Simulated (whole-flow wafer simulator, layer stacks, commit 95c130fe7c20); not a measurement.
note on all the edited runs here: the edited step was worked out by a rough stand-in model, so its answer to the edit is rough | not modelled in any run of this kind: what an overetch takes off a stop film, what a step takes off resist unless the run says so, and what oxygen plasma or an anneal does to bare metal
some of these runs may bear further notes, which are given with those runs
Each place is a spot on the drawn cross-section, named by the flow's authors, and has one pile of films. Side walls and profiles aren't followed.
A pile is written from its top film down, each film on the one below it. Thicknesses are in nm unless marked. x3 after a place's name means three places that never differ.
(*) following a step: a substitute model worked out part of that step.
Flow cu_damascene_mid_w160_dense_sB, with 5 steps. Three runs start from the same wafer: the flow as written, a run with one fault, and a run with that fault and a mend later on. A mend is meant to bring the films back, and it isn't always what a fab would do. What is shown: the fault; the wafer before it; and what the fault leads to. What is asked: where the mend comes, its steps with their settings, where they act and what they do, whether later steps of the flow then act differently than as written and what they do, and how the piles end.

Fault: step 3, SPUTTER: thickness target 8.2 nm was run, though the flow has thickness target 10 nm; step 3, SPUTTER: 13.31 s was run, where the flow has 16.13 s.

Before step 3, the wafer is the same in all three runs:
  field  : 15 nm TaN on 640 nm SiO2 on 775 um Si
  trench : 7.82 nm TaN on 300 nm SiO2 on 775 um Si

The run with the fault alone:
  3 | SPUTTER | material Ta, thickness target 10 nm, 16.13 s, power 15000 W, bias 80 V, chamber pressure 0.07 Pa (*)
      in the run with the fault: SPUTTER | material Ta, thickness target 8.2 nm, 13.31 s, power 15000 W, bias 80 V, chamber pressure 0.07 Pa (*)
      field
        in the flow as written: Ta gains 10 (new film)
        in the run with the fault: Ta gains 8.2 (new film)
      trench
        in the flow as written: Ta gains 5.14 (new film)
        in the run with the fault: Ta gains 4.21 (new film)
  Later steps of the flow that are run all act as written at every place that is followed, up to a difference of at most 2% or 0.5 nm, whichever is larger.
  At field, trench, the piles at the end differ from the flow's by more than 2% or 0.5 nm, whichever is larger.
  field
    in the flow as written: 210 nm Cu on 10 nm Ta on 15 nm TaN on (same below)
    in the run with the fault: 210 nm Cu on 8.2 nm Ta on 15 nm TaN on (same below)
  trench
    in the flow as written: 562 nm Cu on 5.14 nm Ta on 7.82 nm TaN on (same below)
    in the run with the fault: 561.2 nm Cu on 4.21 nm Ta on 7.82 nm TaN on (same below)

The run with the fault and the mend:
  The mend follows step 3.
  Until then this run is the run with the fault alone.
  3a | SPUTTER | material Ta, thickness target 1.8 nm, 2.903 s, power 15000 W, bias 80 V, chamber pressure 0.07 Pa (*) (a further turn of the flow's step 3, with different settings)
      field
        Ta gains 1.8
      trench
        Ta gains 0.91
  Later steps of the flow that are run all act as written at every place that is followed.
  When the end is reached, the piles differ only a little from the flow's at the places that both follow, at most by 2% or 0.5 nm, whichever is larger.
